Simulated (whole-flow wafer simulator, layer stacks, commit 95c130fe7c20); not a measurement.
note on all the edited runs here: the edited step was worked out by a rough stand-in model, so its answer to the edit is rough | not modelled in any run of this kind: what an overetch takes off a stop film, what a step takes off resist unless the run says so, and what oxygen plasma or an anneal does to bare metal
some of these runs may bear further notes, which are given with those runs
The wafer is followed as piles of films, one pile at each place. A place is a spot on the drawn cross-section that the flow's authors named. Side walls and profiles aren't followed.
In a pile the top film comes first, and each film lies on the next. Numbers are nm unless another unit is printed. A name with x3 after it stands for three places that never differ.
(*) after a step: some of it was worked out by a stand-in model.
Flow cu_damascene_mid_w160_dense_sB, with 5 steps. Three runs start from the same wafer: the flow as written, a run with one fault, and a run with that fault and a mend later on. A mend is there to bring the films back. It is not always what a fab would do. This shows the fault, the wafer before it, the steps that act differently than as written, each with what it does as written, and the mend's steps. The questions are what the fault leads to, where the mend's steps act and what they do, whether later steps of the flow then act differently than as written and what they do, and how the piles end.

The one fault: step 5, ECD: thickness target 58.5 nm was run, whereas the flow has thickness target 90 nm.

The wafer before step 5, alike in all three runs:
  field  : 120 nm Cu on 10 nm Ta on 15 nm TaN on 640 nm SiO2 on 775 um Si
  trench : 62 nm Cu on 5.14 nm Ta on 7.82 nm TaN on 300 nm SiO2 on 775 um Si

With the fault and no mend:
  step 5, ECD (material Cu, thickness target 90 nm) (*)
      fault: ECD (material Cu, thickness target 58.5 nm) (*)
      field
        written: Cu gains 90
        fault: Cu gains 58.5
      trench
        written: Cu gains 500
        fault: Cu gains 468.5
  Every later step of the flow that is run acts as written at every place that is followed.
  At field, trench, the piles at the end differ from the flow's by more than 2% or 0.5 nm, whichever is larger.
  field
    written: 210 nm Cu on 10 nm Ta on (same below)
    fault: 178.5 nm Cu on 10 nm Ta on (same below)
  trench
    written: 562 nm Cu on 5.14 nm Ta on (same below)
    fault: 530.5 nm Cu on 5.14 nm Ta on (same below)

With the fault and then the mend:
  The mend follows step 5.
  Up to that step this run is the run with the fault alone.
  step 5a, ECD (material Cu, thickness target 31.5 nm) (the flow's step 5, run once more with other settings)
      field, trench
        Cu gains 31.5
  Every later step of the flow that is run acts as written at every place that is followed.
  The piles end the same as the flow's at every place that both follow.
